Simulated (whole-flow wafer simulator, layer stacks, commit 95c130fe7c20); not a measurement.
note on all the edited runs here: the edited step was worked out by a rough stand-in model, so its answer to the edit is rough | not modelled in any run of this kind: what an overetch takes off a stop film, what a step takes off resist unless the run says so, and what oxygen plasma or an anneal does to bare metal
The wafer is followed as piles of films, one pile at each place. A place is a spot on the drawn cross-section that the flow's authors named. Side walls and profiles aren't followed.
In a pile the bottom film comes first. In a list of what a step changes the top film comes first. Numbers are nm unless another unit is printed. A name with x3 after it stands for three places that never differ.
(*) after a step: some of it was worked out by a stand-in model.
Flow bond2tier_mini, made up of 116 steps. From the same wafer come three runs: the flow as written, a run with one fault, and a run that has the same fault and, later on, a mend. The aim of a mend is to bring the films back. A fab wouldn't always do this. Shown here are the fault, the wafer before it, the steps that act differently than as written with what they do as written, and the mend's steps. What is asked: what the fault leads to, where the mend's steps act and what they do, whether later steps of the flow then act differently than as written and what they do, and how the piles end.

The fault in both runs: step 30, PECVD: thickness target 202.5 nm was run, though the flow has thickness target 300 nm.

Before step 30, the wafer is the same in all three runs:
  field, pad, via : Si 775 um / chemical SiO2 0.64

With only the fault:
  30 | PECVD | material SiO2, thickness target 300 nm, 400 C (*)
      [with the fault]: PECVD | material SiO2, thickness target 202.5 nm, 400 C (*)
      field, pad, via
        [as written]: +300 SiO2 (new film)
        [with the fault]: +202.5 SiO2 (new film)
  Later steps of the flow that are run all act as written at every place that is followed.
  At field, pad, the piles at the end differ from the flow's by more than 2% or 0.5 nm, whichever is larger.
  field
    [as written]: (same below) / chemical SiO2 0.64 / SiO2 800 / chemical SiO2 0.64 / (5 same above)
    [with the fault]: (same below) / chemical SiO2 0.64 / SiO2 702.5 / chemical SiO2 0.64 / (5 same above)
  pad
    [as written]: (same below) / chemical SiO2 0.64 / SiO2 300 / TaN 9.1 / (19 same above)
    [with the fault]: (same below) / chemical SiO2 0.64 / SiO2 202.5 / TaN 9.1 / (19 same above)

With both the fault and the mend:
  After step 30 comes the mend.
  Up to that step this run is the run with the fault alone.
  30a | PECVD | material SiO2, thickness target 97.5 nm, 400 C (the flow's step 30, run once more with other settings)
      field, pad, via
        +97.5 SiO2
  Later steps of the flow that are run all act as written at every place that is followed.
  The piles end the same as the flow's at every place that both follow.
